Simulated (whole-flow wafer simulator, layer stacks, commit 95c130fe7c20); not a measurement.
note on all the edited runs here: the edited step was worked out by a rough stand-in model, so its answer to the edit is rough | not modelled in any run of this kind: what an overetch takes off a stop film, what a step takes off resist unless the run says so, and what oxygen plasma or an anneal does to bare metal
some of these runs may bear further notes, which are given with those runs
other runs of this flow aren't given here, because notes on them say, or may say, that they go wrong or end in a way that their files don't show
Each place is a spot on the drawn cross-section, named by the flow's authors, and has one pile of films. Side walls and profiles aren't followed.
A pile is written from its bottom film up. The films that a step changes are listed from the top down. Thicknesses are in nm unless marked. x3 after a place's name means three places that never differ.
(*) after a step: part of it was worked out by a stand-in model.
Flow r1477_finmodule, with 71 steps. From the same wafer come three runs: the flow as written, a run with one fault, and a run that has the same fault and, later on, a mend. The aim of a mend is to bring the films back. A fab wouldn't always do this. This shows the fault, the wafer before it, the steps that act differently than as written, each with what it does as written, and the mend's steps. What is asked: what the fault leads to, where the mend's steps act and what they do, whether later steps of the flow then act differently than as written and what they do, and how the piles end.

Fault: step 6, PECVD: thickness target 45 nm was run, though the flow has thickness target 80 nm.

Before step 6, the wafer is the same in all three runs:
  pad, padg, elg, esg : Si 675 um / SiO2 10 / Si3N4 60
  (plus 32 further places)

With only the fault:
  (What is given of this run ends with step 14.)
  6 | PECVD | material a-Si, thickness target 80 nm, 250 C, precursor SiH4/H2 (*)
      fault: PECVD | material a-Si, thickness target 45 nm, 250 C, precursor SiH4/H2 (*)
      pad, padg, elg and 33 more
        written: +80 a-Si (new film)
        fault: +45 a-Si (new film)
  Later steps of the flow up to step 14 that are run all act as written at every place that is followed.
  After step 14, at pad, padg, elg and 33 more, the piles differ from the flow's by more than 2% or 0.5 nm, whichever is larger.
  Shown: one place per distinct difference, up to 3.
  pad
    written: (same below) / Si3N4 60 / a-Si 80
    fault: (same below) / Si3N4 60 / a-Si 45
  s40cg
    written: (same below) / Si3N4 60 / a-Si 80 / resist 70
    fault: (same below) / Si3N4 60 / a-Si 45 / resist 70

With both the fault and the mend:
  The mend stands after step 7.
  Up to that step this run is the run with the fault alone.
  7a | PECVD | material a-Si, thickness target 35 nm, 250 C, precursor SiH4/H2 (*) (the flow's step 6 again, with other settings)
      pad, padg, elg and 33 more
        +35 a-Si
  Later steps of the flow that are run all act as written at every place that is followed.
  At every place that both follow, the piles at the end match the flow's.
